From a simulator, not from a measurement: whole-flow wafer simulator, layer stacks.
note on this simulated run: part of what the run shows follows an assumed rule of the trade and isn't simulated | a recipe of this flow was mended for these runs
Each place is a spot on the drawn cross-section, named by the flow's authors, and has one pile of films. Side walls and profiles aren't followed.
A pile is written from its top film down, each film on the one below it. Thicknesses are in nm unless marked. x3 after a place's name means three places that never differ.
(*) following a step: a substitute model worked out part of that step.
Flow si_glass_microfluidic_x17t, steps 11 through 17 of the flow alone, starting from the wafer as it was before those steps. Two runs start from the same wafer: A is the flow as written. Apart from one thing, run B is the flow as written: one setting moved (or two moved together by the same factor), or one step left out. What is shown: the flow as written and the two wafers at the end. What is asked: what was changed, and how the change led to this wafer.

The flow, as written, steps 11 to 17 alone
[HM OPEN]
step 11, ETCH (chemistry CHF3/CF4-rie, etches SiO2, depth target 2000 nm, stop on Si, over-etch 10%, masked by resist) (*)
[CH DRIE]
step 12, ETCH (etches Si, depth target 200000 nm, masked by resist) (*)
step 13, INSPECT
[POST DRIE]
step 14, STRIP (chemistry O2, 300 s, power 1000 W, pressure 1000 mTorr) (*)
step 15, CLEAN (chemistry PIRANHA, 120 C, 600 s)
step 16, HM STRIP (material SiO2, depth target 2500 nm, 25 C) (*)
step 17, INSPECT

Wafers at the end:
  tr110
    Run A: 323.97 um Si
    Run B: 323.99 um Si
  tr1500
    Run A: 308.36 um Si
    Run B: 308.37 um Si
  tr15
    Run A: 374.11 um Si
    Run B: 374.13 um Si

What caused this: step 11, ETCH: depth target 1856 nm was run, whereas the flow has depth target 2000 nm.

The path from the change to this, step by step:
  step 11, ETCH (chemistry CHF3/CF4-rie, etches SiO2, depth target 2000 nm, stop on Si, over-etch 10%, masked by resist) (*)
      tr110, tr1500, tr15: A SiO2 loses 2000 (all of it), Si loses 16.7 | B SiO2 loses 2000 (all of it), Si loses 3.47
      land: A thick-i-line-resist loses 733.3 | B thick-i-line-resist loses 680.5
  step 12, ETCH (etches Si, depth target 200000 nm, masked by resist) (*)
      tr1500: A Si loses 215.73 um | B Si loses 215.74 um
      tr15: A Si loses 149.99 um | B Si loses 149.98 um
  step 14, STRIP (chemistry O2, 300 s, power 1000 W, pressure 1000 mTorr) (*)
      land: A thick-i-line-resist loses 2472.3 (all of it) | B thick-i-line-resist loses 2525.1 (all of it)
